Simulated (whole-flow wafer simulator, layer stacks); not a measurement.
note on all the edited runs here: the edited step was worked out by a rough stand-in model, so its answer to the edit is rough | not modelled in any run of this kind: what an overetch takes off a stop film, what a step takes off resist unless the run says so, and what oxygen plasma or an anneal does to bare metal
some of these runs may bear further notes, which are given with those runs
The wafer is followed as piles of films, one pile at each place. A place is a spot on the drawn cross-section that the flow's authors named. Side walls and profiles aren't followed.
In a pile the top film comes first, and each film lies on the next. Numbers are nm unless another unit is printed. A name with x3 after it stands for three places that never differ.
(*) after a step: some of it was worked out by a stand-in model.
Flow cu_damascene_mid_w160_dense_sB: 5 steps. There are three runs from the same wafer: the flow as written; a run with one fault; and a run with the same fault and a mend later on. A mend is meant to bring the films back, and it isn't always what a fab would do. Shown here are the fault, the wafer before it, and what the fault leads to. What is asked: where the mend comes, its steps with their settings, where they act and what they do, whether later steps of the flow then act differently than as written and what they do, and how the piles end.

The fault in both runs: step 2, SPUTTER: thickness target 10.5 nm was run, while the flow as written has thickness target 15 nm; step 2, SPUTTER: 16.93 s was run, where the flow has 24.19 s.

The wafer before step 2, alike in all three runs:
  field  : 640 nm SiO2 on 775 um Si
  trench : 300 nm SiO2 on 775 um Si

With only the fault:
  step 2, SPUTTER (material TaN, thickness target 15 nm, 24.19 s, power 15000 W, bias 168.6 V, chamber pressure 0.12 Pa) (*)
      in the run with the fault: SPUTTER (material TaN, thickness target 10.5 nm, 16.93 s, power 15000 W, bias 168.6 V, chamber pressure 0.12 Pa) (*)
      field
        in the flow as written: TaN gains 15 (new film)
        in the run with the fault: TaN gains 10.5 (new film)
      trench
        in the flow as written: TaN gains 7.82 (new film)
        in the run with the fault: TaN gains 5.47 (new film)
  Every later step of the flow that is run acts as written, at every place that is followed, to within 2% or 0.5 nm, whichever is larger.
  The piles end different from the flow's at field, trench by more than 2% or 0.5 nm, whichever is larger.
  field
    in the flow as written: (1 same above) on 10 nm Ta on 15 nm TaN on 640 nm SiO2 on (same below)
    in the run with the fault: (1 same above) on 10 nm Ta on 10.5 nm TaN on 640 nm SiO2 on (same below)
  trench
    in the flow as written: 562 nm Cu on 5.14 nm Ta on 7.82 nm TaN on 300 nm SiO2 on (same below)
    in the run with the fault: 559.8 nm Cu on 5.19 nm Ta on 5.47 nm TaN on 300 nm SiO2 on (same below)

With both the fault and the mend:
  The mend follows step 2.
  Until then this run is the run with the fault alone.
  step 2a, SPUTTER (material TaN, thickness target 4.5 nm, 7.257 s, power 15000 W, bias 168.6 V, chamber pressure 0.12 Pa) (*) (the flow's step 2 again, with other settings)
      field
        TaN gains 4.5
      trench
        TaN gains 2.29
  Every later step of the flow that is run acts as written, at every place that is followed, to within 2% or 0.5 nm, whichever is larger.
  When the end is reached, the piles differ only a little from the flow's at the places that both follow, at most by 2% or 0.5 nm, whichever is larger.
